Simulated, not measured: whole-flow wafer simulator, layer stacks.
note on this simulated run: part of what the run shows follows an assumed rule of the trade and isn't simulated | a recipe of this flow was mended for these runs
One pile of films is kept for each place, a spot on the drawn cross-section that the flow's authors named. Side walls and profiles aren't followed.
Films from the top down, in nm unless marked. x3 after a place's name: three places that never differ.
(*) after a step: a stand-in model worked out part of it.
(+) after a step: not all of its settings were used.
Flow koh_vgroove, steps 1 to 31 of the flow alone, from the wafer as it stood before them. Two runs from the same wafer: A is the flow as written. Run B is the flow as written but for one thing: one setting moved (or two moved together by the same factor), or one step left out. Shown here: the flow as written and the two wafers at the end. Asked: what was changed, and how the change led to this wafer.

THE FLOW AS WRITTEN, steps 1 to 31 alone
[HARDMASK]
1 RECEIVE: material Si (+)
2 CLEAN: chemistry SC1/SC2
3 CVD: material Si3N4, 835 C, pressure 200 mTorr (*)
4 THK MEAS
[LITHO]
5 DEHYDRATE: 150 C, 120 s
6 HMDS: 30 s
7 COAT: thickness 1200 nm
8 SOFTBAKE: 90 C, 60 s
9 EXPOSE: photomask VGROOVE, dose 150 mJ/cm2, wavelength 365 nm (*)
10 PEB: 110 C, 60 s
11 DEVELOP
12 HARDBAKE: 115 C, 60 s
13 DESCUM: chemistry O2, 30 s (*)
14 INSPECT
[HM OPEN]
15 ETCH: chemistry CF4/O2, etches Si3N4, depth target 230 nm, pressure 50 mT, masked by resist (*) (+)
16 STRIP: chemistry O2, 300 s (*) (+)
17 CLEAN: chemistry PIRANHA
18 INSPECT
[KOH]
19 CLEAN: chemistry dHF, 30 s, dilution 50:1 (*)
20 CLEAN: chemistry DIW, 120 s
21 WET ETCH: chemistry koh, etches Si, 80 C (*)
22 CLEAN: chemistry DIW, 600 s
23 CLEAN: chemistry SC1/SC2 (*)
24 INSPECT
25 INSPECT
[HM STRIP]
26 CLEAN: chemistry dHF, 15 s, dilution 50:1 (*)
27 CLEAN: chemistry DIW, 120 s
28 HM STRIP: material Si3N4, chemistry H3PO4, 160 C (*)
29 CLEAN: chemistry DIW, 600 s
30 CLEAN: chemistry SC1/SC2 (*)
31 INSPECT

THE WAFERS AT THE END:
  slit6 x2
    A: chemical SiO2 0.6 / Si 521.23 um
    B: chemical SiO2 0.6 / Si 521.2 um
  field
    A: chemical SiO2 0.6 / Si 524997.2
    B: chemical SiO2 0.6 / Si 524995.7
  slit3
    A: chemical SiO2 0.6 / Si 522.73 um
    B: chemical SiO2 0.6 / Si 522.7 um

The cause: step 3, CVD: 819 C was run, where the flow has 835 C.

How the change led to this, step by step:
  3 CVD: material Si3N4, 835 C, pressure 200 mTorr (*)
      field, slit3, slit2, slit6 x2: A Si3N4 +200 (new film) | B Si3N4 +168.9 (new film)
  15 ETCH: chemistry CF4/O2, etches Si3N4, depth target 230 nm, pressure 50 mT, masked by resist (*) (+)
      slit3, slit2, slit6 x2: A Si3N4 -200 (all of it), chemical SiO2 -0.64 (all of it), Si -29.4 | B Si3N4 -168.9 (all of it), chemical SiO2 -0.64 (all of it), Si -60.4
  28 HM STRIP: material Si3N4, chemistry H3PO4, 160 C (*)
      field: A Si3N4 -198.7 (all of it), chemical SiO2 -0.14, Si -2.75 | B Si3N4 -167.7 (all of it), chemical SiO2 -0.14, Si -4.3
